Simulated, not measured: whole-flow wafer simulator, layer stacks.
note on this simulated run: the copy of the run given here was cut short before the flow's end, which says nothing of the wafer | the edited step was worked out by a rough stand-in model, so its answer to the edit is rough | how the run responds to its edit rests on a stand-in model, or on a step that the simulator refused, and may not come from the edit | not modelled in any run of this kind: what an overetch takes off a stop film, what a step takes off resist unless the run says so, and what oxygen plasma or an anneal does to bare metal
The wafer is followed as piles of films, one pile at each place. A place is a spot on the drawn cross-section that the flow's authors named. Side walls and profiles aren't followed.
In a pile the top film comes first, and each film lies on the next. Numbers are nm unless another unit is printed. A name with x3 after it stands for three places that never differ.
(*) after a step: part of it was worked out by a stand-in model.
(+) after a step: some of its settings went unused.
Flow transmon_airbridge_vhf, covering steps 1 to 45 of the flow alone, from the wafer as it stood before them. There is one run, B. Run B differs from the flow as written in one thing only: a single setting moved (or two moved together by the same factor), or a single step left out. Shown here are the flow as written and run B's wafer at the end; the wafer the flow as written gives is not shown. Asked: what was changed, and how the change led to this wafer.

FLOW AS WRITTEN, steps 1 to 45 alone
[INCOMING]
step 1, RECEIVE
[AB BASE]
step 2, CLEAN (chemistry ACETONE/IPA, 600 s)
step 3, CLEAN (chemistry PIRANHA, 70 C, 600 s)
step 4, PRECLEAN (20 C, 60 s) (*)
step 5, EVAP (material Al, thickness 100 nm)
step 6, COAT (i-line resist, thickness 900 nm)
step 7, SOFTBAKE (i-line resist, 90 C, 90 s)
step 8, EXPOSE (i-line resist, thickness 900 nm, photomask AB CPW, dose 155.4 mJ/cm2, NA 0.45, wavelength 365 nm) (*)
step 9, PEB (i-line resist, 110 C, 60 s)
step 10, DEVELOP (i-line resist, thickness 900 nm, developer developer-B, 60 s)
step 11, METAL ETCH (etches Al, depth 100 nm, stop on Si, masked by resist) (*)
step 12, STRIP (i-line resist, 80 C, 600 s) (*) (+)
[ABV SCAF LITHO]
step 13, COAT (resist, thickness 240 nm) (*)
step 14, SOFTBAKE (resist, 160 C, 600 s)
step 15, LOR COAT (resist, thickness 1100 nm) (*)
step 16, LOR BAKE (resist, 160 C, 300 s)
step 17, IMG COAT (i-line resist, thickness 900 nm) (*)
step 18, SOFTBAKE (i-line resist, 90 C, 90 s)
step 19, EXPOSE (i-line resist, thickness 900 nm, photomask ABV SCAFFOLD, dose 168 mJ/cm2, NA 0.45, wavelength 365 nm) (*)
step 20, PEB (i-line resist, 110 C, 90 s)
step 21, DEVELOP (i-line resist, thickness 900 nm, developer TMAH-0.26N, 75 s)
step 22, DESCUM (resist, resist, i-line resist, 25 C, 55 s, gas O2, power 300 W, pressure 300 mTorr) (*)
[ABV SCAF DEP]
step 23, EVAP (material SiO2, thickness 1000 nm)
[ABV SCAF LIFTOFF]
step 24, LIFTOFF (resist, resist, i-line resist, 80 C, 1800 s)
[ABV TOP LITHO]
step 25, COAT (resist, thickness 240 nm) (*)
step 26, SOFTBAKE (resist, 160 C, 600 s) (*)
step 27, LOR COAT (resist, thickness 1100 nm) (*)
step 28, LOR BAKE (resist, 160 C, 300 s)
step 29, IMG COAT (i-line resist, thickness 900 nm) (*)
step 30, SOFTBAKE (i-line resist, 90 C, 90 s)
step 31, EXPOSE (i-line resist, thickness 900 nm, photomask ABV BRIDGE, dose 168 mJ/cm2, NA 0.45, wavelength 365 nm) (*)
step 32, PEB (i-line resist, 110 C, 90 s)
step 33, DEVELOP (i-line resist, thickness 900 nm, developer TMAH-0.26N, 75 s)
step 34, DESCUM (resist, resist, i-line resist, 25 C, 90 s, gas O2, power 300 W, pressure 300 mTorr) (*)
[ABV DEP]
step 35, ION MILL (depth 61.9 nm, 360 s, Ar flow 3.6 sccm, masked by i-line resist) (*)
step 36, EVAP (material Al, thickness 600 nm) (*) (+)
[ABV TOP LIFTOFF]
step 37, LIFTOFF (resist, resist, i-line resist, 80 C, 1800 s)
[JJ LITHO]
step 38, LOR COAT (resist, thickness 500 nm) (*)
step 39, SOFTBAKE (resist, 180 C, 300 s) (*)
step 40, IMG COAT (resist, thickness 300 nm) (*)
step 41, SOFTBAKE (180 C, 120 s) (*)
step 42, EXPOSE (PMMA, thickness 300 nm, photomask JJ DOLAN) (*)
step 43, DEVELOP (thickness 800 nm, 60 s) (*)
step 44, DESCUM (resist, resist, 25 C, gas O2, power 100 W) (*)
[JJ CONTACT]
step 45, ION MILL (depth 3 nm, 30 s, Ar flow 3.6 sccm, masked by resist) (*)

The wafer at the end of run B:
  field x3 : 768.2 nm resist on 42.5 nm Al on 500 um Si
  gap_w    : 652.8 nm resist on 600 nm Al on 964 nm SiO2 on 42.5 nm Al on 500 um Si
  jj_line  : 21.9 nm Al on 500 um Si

What caused this: step 11, METAL ETCH: depth 57.5 nm was run, whereas the flow has depth 100 nm.

The path from the change to this, step by step:
  step 11, METAL ETCH (etches Al, depth 100 nm, stop on Si, masked by resist) (*)
      field x3, jj_line, gap_w, gap_e: -57.5 Al (as written it would have been: -100 Al (all of it))
      ground_far, pad_w, flank_w and 8 more: -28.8 i-line resist (as written it would have been: -50 i-line resist)
  step 12, STRIP (i-line resist, 80 C, 600 s) (*) (+)
      ground_far, pad_w, flank_w and 8 more: -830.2 i-line resist (all of it) (as written it would have been: -808.9 i-line resist (all of it))
  step 13, COAT (resist, thickness 240 nm) (*)
      flank_w, flank_e: +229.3 resist (new film) (as written it would have been: +222.3 resist (new film))
  step 22, DESCUM (resist, resist, i-line resist, 25 C, 55 s, gas O2, power 300 W, pressure 300 mTorr) (*)
      flank_w, flank_e: -229.3 resist (all of it) (as written it would have been: -222.3 resist (all of it))
  step 25, COAT (resist, thickness 240 nm) (*)
      flank_w, flank_e: +157.4 resist (new film) (as written it would have been: +152.6 resist (new film))
      gap_w, gap_e: +206.2 resist (new film) (as written it would have been: +210.7 resist (new film))
  step 34, DESCUM (resist, resist, i-line resist, 25 C, 90 s, gas O2, power 300 W, pressure 300 mTorr) (*)
      flank_w, flank_e: -157.4 resist (all of it) (as written it would have been: -152.6 resist (all of it))
      gap_w, gap_e: -206.2 resist (all of it) (as written it would have been: -210.7 resist (all of it))
  step 40, IMG COAT (resist, thickness 300 nm) (*)
      flank_w, flank_e: +218.7 resist (as written it would have been: +212.1 resist)
  step 45, ION MILL (depth 3 nm, 30 s, Ar flow 3.6 sccm, masked by resist) (*)
      jj_line: -20.6 Al (as written it would have been: -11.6 Si)
If metal films that touch count as one body, field x3 has 1 body; the flow as written gives 0 bodies.
If metal films that touch count as one body, gap_w has 2 bodies (between them, from the top down: SiO2 964); the flow as written gives 1 body.
If metal films that touch count as one body, jj_line has 1 body; the flow as written gives 0 bodies.
